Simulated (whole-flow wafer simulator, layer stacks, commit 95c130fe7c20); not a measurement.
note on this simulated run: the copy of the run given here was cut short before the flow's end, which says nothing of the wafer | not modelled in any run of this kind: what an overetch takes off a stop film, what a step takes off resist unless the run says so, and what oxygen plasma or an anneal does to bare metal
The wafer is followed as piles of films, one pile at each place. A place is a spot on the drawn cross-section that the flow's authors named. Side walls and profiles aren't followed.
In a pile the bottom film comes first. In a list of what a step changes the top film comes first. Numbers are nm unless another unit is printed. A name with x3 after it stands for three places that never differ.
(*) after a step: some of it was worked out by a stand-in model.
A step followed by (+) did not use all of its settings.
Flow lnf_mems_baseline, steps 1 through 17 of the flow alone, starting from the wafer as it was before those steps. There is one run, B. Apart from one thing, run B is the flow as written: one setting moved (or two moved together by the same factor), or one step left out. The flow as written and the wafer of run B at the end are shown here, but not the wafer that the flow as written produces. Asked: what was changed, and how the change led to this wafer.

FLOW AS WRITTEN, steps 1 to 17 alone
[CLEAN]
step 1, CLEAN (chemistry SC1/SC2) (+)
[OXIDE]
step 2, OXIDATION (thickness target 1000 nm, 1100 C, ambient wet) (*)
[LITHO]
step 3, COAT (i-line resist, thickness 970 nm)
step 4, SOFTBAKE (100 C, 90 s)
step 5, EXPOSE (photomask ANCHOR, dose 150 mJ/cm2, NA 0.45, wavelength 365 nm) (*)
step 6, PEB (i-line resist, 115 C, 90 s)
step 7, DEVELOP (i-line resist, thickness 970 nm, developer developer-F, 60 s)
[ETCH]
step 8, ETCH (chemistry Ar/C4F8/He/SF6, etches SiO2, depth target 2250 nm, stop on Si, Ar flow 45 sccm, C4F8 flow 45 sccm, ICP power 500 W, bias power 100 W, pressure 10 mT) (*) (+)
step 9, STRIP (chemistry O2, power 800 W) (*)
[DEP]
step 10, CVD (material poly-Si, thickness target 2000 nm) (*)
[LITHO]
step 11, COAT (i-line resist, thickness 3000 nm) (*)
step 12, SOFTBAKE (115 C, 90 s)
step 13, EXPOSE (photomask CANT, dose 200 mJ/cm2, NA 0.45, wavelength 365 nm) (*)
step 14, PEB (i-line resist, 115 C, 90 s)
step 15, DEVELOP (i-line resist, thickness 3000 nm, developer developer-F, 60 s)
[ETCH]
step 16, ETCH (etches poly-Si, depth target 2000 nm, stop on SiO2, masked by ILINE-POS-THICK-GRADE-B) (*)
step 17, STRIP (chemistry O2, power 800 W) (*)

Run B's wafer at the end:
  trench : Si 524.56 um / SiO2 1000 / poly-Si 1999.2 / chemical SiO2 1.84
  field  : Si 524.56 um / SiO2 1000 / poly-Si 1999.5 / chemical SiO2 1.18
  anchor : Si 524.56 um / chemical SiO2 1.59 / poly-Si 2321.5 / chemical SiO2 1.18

What caused this: step 16, ETCH: etches poly-Si, depth target 2000 nm, stop on SiO2, masked by ILINE-POS-THICK-GRADE-B (*), was omitted.

Step by step, how the change led to this:
  step 17, STRIP (chemistry O2, power 800 W) (*)
      trench, char_slit: chemical SiO2 gains 1.84 (new film), poly-Si loses 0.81 (in the flow as written it would be: nothing)
